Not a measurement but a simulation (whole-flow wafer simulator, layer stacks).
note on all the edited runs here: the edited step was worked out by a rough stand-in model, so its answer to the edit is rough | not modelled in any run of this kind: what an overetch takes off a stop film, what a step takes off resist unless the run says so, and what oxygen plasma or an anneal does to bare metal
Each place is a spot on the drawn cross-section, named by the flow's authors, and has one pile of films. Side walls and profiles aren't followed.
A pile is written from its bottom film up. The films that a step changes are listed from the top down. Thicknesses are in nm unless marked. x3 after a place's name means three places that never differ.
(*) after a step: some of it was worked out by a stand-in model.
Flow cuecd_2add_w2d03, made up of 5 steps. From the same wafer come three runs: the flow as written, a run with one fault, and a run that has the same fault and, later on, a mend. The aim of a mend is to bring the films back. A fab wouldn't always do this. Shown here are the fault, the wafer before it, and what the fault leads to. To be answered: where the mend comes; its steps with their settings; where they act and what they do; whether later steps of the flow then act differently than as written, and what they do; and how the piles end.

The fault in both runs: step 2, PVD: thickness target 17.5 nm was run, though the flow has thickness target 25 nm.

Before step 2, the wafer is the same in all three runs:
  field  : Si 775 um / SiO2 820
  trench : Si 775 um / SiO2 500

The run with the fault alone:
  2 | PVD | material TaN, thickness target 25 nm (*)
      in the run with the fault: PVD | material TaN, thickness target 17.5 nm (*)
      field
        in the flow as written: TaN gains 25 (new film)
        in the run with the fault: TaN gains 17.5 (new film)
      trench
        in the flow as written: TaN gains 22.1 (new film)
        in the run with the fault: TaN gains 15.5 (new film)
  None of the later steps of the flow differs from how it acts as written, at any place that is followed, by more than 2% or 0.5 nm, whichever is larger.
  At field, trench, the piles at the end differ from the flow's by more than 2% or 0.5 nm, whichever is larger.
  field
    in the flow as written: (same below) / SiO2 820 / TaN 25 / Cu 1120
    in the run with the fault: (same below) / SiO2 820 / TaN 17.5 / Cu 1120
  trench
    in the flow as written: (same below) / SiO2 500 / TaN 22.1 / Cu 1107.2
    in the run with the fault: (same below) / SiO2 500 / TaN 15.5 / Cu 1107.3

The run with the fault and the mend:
  After step 2 comes the mend.
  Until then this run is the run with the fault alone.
  2a | PVD | material TaN, thickness target 7.5 nm (*) (the flow's step 2 again, with other settings)
      field
        TaN gains 7.5
      trench
        TaN gains 6.62
  None of the later steps of the flow acts differently than as written at any place that is followed.
  At every place that both follow, the piles at the end match the flow's.
